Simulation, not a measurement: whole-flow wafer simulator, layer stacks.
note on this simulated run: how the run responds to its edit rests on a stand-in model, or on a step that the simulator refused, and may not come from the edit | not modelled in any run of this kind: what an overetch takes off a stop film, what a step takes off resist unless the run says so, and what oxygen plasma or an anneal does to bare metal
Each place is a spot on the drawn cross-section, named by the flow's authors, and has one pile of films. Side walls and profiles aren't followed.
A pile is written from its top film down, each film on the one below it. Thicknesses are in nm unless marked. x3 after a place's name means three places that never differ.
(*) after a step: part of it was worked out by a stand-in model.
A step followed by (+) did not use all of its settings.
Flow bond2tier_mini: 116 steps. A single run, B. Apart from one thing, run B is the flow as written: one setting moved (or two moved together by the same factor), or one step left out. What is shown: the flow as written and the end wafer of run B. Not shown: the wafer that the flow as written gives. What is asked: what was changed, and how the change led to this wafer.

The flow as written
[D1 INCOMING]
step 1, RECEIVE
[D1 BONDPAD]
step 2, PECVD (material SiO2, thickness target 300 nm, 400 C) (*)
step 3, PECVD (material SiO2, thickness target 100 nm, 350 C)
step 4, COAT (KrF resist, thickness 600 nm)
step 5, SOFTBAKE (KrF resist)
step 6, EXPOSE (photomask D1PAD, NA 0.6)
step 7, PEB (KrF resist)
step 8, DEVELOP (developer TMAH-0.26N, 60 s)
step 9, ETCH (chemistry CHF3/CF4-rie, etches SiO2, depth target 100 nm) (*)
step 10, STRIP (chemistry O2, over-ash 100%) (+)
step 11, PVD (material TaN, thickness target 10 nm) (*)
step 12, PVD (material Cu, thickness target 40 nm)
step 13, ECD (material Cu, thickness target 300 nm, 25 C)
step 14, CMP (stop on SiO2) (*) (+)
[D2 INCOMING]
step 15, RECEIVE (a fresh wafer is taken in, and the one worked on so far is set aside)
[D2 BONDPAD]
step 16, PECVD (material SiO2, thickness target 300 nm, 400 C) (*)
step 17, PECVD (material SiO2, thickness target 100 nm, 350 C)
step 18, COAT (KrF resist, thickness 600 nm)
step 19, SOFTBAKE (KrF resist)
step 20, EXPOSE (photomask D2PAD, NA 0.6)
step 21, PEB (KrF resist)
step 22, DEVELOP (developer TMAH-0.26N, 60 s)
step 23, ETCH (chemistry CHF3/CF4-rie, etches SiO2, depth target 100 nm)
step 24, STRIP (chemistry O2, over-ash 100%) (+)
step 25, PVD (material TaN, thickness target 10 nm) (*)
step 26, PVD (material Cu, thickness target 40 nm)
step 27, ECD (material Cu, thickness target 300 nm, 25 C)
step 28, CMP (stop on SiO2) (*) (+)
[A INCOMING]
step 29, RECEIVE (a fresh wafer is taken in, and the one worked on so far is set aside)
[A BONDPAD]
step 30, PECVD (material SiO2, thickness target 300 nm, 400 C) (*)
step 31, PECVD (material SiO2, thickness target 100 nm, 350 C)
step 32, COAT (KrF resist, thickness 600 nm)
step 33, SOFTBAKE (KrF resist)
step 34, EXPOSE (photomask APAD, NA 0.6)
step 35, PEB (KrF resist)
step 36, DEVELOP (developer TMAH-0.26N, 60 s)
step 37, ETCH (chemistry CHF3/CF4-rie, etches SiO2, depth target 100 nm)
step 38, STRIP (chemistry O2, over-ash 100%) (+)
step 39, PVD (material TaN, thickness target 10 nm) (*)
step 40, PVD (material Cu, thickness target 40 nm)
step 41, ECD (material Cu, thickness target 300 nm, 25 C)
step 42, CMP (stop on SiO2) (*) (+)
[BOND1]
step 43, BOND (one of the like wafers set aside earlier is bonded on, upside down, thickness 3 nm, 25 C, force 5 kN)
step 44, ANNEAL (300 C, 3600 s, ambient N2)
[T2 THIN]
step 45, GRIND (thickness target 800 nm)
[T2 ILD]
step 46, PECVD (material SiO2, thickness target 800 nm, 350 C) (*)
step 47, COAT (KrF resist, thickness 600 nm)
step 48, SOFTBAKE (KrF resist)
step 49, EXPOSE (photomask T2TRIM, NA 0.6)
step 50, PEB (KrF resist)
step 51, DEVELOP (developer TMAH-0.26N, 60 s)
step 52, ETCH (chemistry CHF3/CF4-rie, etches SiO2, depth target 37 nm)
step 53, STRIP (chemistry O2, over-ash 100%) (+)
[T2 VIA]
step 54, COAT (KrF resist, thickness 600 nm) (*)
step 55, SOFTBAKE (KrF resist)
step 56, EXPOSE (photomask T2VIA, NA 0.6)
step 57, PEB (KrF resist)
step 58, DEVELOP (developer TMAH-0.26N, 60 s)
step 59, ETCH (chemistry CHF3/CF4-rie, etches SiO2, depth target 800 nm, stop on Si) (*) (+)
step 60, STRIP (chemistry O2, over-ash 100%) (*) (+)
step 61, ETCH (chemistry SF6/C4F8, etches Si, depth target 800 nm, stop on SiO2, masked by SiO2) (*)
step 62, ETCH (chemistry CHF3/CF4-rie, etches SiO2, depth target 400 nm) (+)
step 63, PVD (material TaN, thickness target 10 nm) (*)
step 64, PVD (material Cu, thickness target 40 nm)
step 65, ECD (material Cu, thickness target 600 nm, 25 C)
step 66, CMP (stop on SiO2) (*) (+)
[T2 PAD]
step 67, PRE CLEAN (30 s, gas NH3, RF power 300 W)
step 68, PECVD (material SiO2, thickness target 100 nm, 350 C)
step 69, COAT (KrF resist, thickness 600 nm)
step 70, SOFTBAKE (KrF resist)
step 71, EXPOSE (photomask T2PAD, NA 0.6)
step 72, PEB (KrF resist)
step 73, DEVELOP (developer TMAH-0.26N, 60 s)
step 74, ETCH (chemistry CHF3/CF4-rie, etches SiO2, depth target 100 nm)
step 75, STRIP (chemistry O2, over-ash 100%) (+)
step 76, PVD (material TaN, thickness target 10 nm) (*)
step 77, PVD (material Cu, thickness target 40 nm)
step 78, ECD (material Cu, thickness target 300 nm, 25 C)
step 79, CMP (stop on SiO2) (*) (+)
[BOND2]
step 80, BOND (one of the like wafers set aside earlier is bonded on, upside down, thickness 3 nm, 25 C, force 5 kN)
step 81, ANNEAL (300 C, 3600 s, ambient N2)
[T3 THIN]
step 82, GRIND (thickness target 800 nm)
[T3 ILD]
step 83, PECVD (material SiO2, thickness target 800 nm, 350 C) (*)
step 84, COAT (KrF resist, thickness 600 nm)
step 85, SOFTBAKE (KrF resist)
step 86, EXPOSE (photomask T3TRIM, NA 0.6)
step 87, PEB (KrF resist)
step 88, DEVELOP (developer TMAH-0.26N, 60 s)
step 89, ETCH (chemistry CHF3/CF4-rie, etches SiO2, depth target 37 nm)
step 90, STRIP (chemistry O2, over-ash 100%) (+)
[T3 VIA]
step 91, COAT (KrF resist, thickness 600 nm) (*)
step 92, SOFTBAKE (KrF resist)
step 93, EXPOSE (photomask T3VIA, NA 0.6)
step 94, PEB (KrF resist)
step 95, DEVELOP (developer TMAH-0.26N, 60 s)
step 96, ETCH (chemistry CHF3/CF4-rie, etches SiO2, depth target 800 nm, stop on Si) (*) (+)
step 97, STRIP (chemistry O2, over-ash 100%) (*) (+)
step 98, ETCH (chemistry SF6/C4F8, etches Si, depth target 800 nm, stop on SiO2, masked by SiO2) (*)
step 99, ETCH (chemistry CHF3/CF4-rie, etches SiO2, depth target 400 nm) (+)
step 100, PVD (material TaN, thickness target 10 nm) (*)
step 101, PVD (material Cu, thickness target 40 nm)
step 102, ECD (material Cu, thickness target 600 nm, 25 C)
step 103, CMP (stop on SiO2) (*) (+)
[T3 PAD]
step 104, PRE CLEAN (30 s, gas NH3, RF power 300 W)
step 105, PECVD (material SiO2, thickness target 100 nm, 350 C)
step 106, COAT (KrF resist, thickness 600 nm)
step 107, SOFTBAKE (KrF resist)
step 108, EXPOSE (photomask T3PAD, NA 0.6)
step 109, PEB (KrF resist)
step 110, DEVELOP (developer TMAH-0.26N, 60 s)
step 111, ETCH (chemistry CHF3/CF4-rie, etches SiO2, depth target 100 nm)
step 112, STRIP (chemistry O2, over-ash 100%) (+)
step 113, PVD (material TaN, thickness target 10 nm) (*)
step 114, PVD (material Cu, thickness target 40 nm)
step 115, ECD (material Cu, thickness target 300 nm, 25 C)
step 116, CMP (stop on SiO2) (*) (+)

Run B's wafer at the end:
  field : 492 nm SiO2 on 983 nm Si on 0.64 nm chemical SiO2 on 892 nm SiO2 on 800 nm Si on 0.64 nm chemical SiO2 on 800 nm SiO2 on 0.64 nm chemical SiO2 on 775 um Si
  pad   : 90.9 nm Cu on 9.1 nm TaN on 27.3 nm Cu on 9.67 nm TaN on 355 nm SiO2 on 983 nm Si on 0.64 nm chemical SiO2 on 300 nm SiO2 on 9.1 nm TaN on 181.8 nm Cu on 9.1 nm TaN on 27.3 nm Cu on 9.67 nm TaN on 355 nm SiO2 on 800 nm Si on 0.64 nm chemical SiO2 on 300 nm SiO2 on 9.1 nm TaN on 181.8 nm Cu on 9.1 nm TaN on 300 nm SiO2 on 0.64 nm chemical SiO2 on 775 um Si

What caused this: step 82, GRIND: thickness target 983 nm was run, while the flow as written has thickness target 800 nm.
One can read it off the wafer: field has Si 983, and step 82 as written asks for 800 nm.

Step by step, how the change led to this:
  step 82, GRIND (thickness target 800 nm)
      field, pad: Si loses 774.02 um (it would be, as written: Si loses 774.2 um)
